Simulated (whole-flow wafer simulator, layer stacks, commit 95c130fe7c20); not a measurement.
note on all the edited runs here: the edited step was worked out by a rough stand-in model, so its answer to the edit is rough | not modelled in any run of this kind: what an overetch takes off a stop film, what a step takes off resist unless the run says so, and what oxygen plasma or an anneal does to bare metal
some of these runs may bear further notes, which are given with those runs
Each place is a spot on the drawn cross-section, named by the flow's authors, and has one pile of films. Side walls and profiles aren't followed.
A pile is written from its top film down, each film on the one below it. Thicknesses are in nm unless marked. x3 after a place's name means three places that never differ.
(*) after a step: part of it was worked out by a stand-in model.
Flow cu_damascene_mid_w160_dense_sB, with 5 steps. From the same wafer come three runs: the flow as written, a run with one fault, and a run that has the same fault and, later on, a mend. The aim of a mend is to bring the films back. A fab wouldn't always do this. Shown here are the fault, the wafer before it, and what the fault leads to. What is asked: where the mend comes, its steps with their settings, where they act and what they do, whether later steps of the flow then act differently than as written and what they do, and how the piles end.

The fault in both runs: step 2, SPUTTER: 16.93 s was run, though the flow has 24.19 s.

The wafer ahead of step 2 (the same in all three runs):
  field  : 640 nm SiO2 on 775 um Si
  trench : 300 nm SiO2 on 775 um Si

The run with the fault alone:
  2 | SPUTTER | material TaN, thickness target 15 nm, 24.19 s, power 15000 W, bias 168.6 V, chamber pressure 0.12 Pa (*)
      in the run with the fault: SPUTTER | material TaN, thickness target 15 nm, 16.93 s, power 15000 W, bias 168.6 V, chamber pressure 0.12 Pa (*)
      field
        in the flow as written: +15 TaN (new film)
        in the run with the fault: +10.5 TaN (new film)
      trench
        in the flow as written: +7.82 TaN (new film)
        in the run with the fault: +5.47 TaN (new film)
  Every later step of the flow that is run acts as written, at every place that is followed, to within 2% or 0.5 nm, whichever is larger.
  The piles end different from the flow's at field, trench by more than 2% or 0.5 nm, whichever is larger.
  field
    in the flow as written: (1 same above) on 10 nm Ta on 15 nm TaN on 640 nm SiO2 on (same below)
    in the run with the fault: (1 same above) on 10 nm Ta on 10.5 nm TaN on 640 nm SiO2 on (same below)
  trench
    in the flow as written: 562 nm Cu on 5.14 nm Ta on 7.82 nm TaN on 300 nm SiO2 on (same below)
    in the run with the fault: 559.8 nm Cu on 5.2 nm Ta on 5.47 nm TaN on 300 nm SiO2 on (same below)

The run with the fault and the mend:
  The mend follows step 2.
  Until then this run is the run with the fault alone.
  2a | SPUTTER | material TaN, thickness target 15 nm, 7.26 s, power 15000 W, bias 168.6 V, chamber pressure 0.12 Pa (*) (the flow's step 2, run once more with other settings)
      field
        +4.5 TaN
      trench
        +2.29 TaN
  Every later step of the flow that is run acts as written, at every place that is followed, to within 2% or 0.5 nm, whichever is larger.
  The piles end only slightly different from the flow's at the places that both follow, by no more than 2% or 0.5 nm, whichever is larger.
